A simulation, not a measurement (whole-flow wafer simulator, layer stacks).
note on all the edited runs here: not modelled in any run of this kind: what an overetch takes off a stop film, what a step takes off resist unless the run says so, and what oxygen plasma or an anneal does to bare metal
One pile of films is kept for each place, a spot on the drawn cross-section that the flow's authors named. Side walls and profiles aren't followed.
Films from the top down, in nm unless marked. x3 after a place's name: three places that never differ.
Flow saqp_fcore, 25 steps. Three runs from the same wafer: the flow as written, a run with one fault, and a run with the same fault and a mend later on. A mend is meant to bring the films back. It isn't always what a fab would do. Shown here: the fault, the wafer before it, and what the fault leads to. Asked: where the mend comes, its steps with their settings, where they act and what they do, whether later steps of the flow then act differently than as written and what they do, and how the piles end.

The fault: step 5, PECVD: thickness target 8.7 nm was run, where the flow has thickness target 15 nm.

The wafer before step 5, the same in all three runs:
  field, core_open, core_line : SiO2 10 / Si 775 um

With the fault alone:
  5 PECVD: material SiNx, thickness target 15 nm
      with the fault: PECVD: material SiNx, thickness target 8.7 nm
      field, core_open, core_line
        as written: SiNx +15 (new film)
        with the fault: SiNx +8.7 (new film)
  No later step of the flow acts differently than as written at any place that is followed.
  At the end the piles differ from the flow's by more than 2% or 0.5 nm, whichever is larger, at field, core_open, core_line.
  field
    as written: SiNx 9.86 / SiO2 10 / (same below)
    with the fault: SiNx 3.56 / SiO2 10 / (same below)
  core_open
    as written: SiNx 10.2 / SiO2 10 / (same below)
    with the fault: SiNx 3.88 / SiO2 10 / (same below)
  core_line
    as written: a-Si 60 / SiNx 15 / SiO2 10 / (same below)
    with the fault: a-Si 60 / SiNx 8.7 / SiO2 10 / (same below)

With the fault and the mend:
  The mend comes after step 5.
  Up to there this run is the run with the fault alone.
  5a ETCH: chemistry h3po4, depth target 10 nm
      field, core_open, core_line
        SiNx -8.7 (all of it)
  5b PECVD: material SiNx, thickness target 15 nm (the flow's step 5 once more)
      field, core_open, core_line
        SiNx +15 (new film)
  No later step of the flow acts differently than as written at any place that is followed.
  At the end the piles are the same as the flow's at every place that both follow.
